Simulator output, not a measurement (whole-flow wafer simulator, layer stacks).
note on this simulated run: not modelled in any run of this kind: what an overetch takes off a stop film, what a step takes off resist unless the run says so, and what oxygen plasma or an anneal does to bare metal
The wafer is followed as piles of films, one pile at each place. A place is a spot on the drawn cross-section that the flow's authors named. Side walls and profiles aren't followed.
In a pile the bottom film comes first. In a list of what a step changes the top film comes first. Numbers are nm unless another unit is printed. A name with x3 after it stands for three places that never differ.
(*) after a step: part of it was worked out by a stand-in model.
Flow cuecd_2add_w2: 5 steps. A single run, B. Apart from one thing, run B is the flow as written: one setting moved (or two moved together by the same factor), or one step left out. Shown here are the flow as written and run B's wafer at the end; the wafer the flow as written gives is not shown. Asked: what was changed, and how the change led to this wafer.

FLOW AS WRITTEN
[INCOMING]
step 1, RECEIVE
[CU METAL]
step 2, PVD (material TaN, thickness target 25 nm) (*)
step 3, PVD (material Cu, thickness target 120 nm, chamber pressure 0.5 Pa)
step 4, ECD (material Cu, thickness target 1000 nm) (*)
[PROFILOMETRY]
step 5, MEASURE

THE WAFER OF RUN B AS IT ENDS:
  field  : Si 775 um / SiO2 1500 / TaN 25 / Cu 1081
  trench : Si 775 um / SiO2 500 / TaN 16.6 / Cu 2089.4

Cause: step 3, PVD: thickness target 81 nm was run, though the flow has thickness target 120 nm.

Step by step, how the change led to this:
  step 3, PVD (material Cu, thickness target 120 nm, chamber pressure 0.5 Pa)
      field: Cu gains 81 (new film) (as written it would have been: Cu gains 120 (new film))
      trench: Cu gains 54.7 (new film) (as written it would have been: Cu gains 80.8 (new film))
